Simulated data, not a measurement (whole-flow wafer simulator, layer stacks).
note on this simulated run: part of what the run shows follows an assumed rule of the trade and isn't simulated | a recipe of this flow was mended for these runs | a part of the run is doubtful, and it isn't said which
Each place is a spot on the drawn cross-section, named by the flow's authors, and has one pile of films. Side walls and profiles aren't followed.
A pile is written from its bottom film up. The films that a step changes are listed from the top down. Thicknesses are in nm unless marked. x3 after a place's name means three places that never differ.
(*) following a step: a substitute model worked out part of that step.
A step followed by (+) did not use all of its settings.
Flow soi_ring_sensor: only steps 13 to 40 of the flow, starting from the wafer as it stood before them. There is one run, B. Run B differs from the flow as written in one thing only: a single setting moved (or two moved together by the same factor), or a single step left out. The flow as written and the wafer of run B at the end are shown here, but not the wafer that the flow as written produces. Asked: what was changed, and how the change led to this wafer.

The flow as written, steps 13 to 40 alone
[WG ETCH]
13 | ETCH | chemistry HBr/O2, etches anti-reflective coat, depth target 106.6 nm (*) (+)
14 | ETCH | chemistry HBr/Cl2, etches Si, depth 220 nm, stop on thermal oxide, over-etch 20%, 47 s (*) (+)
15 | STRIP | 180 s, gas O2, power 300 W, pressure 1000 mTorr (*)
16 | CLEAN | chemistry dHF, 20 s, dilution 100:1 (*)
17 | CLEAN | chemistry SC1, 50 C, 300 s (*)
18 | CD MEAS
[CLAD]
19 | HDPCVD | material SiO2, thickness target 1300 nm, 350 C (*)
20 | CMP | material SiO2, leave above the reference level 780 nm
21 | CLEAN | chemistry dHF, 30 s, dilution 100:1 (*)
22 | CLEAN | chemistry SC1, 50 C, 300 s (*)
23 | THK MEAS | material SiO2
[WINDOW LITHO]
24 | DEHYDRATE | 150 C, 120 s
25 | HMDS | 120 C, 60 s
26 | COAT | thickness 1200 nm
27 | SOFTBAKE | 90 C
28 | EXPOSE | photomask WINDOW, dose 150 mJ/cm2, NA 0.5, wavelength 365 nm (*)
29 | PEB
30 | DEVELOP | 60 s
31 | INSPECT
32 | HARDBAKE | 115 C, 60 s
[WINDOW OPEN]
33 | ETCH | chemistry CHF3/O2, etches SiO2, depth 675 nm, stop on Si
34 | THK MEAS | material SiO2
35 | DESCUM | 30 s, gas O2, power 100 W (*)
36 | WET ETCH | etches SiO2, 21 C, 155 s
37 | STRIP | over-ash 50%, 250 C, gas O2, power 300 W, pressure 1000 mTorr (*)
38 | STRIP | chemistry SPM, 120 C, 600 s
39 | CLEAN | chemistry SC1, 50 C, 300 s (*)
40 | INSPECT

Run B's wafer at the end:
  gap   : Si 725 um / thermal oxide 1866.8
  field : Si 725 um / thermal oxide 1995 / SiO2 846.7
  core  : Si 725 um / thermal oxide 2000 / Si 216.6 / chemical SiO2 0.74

The reason: step 19, HDPCVD: thickness target 850 nm was run, though the flow has thickness target 1300 nm.

Step by step, how the change led to this:
  19 | HDPCVD | material SiO2, thickness target 1300 nm, 350 C (*)
      core, gap, window, field, core_clad, gap_clad: SiO2 gains 850 (new film) (as written it would have been: SiO2 gains 1300 (new film))
  20 | CMP | material SiO2, leave above the reference level 780 nm
      gap, window, field, gap_clad: nothing (as written it would have been: SiO2 loses 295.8)
      core, core_clad: SiO2 loses 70 (as written it would have been: SiO2 loses 520)
  26 | COAT | thickness 1200 nm
      core, core_clad: i-line-resist gains 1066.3 (new film) (as written it would have been: i-line-resist gains 1200 (new film))
  27 | SOFTBAKE | 90 C
      core, core_clad: i-line-resist loses 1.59 (as written it would have been: nothing)
      gap, gap_clad: i-line-resist loses 2 (as written it would have been: nothing)
      (also at 1 further place)
  29 | PEB
      core, core_clad: i-line-resist loses 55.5 (as written it would have been: i-line-resist loses 62.8)
  30 | DEVELOP | 60 s
      core: i-line-resist loses 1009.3 (all of it) (as written it would have been: i-line-resist loses 1137.2 (all of it))
  32 | HARDBAKE | 115 C, 60 s
      core_clad: i-line-resist loses 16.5 (as written it would have been: i-line-resist loses 18.9)
  36 | WET ETCH | etches SiO2, 21 C, 155 s
      gap, window: SiO2 loses 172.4 (all of it), thermal oxide loses 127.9 (as written it would have been: SiO2 loses 326.6 (all of it), thermal oxide loses 25)
  37 | STRIP | over-ash 50%, 250 C, gas O2, power 300 W, pressure 1000 mTorr (*)
      core_clad: i-line-resist loses 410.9 (all of it) (as written it would have been: i-line-resist loses 536.4 (all of it))
      gap_clad: i-line-resist loses 555.1 (all of it) (as written it would have been: i-line-resist loses 536.4 (all of it))
